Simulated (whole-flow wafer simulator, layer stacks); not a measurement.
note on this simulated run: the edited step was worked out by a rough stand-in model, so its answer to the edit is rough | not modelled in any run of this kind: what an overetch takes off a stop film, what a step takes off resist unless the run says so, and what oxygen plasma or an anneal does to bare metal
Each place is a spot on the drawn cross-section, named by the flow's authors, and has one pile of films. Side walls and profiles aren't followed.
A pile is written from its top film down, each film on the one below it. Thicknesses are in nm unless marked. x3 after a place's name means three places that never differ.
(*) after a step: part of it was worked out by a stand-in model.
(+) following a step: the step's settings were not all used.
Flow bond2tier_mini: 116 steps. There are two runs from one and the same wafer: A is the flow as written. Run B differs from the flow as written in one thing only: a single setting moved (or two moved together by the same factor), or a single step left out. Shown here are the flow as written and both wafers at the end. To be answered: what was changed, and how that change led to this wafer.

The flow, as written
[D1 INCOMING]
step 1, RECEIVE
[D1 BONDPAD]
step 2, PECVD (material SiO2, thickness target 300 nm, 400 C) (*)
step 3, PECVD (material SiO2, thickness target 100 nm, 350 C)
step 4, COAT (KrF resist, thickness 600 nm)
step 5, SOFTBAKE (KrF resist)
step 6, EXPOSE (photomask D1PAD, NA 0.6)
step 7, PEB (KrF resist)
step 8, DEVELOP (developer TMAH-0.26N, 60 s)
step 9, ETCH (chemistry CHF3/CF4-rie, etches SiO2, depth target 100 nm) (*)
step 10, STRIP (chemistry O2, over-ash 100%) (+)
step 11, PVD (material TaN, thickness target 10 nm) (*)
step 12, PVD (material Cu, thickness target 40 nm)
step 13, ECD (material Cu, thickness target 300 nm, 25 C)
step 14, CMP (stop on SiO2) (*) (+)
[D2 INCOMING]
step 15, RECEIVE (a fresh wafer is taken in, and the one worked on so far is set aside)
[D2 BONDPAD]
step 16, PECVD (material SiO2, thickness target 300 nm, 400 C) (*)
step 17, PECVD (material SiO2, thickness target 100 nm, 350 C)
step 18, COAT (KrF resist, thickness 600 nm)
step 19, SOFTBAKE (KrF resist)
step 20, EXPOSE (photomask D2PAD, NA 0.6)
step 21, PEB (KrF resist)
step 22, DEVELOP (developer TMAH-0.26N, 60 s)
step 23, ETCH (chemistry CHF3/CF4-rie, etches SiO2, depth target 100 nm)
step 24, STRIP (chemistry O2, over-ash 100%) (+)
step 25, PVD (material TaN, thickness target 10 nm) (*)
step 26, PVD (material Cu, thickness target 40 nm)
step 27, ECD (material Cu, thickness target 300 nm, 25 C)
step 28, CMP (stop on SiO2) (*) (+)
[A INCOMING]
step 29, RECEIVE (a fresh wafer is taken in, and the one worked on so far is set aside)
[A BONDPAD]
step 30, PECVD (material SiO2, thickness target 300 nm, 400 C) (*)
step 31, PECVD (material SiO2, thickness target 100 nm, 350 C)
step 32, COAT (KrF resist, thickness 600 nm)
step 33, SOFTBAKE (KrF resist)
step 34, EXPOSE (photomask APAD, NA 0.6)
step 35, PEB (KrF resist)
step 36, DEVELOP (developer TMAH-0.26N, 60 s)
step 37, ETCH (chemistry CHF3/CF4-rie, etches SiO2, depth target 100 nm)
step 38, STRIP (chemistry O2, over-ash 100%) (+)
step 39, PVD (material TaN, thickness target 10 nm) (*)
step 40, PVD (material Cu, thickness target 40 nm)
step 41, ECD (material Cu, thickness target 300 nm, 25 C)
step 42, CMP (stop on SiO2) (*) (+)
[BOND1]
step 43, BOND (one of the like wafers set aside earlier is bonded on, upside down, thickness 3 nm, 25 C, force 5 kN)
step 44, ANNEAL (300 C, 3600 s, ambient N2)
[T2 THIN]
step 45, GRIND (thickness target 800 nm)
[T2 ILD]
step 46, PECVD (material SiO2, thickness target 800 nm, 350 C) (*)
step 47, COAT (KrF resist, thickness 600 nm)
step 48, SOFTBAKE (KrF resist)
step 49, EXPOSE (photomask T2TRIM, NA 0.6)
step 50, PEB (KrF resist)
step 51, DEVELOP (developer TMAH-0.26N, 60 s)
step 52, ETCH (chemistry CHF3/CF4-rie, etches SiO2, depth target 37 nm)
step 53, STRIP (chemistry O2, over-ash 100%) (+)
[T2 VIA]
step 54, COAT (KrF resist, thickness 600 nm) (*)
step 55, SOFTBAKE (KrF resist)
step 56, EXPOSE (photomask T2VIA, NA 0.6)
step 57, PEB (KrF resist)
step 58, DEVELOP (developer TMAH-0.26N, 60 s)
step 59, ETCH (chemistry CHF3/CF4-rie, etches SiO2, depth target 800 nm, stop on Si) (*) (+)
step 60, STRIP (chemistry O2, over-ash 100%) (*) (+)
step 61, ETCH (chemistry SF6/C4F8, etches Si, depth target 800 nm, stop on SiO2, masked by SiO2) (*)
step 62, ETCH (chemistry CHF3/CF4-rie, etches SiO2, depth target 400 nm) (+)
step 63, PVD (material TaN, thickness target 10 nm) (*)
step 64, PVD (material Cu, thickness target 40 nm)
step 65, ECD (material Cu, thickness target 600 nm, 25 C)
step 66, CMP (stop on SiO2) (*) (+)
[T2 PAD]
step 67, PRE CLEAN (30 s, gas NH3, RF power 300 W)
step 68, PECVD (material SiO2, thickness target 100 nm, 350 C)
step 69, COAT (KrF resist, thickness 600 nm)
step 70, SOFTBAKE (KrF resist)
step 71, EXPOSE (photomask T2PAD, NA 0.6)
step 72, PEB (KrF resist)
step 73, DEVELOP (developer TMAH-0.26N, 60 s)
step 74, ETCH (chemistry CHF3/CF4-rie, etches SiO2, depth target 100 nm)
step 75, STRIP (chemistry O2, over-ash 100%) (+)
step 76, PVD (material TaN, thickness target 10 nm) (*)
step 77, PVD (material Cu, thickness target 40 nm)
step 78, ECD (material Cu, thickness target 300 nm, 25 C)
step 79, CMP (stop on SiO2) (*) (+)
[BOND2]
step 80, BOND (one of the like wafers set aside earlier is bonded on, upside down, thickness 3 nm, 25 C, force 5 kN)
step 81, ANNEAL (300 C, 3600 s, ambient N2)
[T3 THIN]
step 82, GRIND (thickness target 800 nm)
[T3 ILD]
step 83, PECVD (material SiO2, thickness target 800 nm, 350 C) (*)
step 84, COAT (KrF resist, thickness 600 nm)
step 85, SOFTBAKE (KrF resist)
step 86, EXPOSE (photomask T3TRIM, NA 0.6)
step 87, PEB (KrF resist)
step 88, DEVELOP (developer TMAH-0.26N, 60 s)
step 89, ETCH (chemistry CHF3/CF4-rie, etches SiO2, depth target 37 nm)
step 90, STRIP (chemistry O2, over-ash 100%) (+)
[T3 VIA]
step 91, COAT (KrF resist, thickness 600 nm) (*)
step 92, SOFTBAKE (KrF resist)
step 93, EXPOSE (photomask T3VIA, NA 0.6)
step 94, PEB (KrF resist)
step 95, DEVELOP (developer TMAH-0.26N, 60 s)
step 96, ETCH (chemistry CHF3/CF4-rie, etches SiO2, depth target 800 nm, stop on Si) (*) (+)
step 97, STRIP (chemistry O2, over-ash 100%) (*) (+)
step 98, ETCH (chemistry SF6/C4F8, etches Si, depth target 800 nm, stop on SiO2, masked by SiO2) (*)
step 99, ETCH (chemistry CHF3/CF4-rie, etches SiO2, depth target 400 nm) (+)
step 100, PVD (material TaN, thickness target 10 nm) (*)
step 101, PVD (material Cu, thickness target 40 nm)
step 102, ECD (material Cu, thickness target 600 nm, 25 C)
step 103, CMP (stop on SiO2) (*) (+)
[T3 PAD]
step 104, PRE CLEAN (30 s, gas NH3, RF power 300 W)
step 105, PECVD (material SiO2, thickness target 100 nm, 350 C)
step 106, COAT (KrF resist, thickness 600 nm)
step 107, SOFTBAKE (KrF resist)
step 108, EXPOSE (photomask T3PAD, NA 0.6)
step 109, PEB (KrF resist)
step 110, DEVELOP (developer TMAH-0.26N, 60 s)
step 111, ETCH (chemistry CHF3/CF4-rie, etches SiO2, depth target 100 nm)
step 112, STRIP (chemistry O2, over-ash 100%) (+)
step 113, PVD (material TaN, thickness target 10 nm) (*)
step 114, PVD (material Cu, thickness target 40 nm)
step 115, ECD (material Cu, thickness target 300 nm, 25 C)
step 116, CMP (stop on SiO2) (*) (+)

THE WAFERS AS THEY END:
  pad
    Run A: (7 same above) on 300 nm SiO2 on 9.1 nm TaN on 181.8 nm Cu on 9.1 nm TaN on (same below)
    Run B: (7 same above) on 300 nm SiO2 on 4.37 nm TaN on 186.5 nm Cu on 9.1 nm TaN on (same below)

Cause: step 25, PVD: thickness target 4.8 nm was run, while the flow as written has thickness target 10 nm.

How this came from the change, step by step:
  step 25, PVD (material TaN, thickness target 10 nm) (*)
      field: A TaN gains 10 (new film) | B TaN gains 4.8 (new film)
      pad: A TaN gains 9.1 (new film) | B TaN gains 4.37 (new film)
      (as well as at 1 more place)
  step 28, CMP (stop on SiO2) (*) (+)
      field: A Cu loses 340 (all of it), TaN loses 10 (all of it) | B Cu loses 340 (all of it), TaN loses 4.8 (all of it)
  step 80, BOND (one of the like wafers set aside earlier is bonded on, upside down, thickness 3 nm, 25 C, force 5 kN)
      pad: A Si gains 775 um (new film), chemical SiO2 gains 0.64 (new film), SiO2 gains 300 (new film), TaN gains 9.1 (new film), Cu gains 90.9 | B Si gains 775 um (new film), chemical SiO2 gains 0.64 (new film), SiO2 gains 300 (new film), TaN gains 4.37 (new film), Cu gains 95.6
